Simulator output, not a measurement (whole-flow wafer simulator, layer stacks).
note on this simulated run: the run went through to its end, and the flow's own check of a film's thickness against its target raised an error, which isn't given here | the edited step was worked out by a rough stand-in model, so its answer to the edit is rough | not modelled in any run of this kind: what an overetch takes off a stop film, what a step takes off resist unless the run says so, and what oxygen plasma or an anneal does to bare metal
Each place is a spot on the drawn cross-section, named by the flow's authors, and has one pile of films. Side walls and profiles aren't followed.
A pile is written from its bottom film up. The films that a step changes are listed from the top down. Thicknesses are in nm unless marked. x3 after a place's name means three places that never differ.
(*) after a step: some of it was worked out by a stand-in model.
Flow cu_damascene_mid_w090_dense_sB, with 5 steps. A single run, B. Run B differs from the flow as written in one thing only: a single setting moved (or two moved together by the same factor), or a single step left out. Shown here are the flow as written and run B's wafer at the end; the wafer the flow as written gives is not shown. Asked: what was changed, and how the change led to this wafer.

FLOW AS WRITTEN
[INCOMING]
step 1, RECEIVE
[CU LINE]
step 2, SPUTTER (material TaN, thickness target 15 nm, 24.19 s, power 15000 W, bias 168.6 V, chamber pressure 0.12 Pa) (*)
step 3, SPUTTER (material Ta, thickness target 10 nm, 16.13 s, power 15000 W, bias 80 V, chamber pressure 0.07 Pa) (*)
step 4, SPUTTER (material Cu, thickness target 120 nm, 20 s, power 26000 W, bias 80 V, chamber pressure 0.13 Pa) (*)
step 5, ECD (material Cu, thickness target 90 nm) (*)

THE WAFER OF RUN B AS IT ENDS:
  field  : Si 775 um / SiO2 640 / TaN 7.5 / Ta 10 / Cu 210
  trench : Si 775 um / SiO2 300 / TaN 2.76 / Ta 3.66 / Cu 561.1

What caused this: step 2, SPUTTER: thickness target 7.5 nm was run, whereas the flow has thickness target 15 nm.
One can read it off the wafer: field has TaN 7.5, and step 2 as written asks for 15 nm.

The path from the change to this, step by step:
  step 2, SPUTTER (material TaN, thickness target 15 nm, 24.19 s, power 15000 W, bias 168.6 V, chamber pressure 0.12 Pa) (*)
      field: TaN gains 7.5 (new film) (it would be, as written: TaN gains 15 (new film))
      trench: TaN gains 2.76 (new film) (it would be, as written: TaN gains 5.51 (new film))
  step 4, SPUTTER (material Cu, thickness target 120 nm, 20 s, power 26000 W, bias 80 V, chamber pressure 0.13 Pa) (*)
      trench: Cu gains 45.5 (new film) (it would be, as written: Cu gains 44.3 (new film))
